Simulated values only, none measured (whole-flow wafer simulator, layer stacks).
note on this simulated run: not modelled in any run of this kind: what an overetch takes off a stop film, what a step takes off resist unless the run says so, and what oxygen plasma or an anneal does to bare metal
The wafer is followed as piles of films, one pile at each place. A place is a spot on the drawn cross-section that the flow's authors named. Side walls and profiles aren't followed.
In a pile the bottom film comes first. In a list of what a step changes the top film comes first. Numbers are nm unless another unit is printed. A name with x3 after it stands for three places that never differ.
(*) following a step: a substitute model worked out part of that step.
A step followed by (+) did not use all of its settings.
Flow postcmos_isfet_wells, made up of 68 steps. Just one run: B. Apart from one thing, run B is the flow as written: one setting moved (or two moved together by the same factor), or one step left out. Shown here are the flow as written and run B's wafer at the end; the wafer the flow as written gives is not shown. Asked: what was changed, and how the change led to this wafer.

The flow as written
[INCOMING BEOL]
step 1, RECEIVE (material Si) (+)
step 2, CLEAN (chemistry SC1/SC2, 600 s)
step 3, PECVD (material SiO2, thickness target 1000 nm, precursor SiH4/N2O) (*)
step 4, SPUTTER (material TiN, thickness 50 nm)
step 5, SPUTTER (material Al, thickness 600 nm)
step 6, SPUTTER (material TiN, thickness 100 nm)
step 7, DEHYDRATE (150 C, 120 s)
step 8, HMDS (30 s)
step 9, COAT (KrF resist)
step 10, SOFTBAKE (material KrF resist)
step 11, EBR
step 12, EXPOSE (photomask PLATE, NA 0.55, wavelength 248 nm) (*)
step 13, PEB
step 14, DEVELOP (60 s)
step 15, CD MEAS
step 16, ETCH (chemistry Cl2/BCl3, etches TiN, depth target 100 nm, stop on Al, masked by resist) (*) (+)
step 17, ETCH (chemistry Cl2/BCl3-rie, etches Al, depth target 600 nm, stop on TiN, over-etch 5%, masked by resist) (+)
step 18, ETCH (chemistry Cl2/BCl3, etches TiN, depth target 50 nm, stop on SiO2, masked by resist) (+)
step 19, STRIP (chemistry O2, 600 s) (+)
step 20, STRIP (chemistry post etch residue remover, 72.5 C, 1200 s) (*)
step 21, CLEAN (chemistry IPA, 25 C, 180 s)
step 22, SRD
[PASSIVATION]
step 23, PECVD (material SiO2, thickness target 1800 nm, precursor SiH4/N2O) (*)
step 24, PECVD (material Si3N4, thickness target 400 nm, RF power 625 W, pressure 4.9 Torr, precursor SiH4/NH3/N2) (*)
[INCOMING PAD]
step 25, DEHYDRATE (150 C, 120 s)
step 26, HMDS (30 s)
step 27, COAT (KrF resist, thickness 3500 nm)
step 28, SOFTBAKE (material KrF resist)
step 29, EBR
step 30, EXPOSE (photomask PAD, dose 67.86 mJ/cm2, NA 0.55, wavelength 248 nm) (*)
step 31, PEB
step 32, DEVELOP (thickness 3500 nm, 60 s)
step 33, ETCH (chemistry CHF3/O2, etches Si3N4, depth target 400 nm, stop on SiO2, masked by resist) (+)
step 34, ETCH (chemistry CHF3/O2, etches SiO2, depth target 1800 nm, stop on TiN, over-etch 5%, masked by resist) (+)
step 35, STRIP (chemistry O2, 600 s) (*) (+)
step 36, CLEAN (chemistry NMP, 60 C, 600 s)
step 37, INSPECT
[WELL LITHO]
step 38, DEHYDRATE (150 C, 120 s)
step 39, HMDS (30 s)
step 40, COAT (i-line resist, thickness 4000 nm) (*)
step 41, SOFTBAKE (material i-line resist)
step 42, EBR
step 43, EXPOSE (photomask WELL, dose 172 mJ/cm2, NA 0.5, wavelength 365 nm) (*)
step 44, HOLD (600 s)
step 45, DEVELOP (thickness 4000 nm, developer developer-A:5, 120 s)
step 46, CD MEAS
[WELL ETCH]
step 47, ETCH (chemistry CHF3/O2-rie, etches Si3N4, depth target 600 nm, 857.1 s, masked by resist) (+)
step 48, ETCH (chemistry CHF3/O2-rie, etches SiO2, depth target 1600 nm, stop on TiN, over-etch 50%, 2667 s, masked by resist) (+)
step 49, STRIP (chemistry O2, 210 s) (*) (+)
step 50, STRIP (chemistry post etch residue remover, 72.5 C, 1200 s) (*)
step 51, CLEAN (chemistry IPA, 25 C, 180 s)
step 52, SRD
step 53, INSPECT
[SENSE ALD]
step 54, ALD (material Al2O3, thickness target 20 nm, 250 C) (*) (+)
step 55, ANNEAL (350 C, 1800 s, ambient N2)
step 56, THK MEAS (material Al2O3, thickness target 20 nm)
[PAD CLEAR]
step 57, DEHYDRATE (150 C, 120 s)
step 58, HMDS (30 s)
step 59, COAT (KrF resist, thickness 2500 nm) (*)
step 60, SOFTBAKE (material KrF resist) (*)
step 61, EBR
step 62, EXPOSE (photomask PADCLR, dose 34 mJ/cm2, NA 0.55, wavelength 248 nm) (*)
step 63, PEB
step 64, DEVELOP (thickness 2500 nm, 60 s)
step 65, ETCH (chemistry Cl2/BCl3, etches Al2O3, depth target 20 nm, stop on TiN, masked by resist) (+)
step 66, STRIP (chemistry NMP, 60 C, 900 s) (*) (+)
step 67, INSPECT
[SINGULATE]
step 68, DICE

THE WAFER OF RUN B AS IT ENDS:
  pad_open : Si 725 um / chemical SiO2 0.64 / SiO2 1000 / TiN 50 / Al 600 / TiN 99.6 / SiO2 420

The reason: step 33, ETCH: chemistry CHF3/O2, etches Si3N4, depth target 400 nm, stop on SiO2, masked by resist (+), was not run.

Step by step, how the change led to this:
  step 34, ETCH (chemistry CHF3/O2, etches SiO2, depth target 1800 nm, stop on TiN, over-etch 5%, masked by resist) (+)
      pad_open: -400 Si3N4 (all of it), -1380 SiO2 (as written it would have been: -1800 SiO2 (all of it))
  step 35, STRIP (chemistry O2, 600 s) (*) (+)
      field, margin, well900, well1300, well2000, well3000, pad_rim, pad_clr: -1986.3 KrF resist (all of it) (as written it would have been: -1638.4 KrF resist (all of it))
  step 40, COAT (i-line resist, thickness 4000 nm) (*)
      pad_clr: +3389.4 i-line resist (new film) (as written it would have been: +3256.8 i-line resist (new film))
      pad_open: +4653.4 i-line resist (new film) (as written it would have been: +4804.7 i-line resist (new film))
  step 41, SOFTBAKE (material i-line resist)
      pad_clr: -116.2 i-line resist (as written it would have been: -156.7 i-line resist)
      pad_open: +96.2 i-line resist (as written it would have been: +115.3 i-line resist)
  step 49, STRIP (chemistry O2, 210 s) (*) (+)
      pad_clr: -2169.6 i-line resist (all of it) (as written it would have been: -1996.5 i-line resist (all of it))
      pad_open: -3645.9 i-line resist (all of it) (as written it would have been: -3816.3 i-line resist (all of it))
  step 59, COAT (KrF resist, thickness 2500 nm) (*)
      pad_rim: +2072.2 KrF resist (new film) (as written it would have been: +1976.4 KrF resist (new film))
      pad_clr: +1833.8 KrF resist (new film) (as written it would have been: +1691.6 KrF resist (new film))
      (and at 1 other place as well)
  step 60, SOFTBAKE (material KrF resist) (*)
      pad_clr: -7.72 KrF resist (as written it would have been: -9.57 KrF resist)
  step 64, DEVELOP (thickness 2500 nm, 60 s)
      pad_clr: -1826 KrF resist (all of it) (as written it would have been: -1682 KrF resist (all of it))
      pad_open: -2961.2 KrF resist (all of it) (as written it would have been: -3067.2 KrF resist (all of it))
  step 66, STRIP (chemistry NMP, 60 C, 900 s) (*) (+)
      pad_rim: -2033.1 KrF resist (all of it) (as written it would have been: -1937.7 KrF resist (all of it))
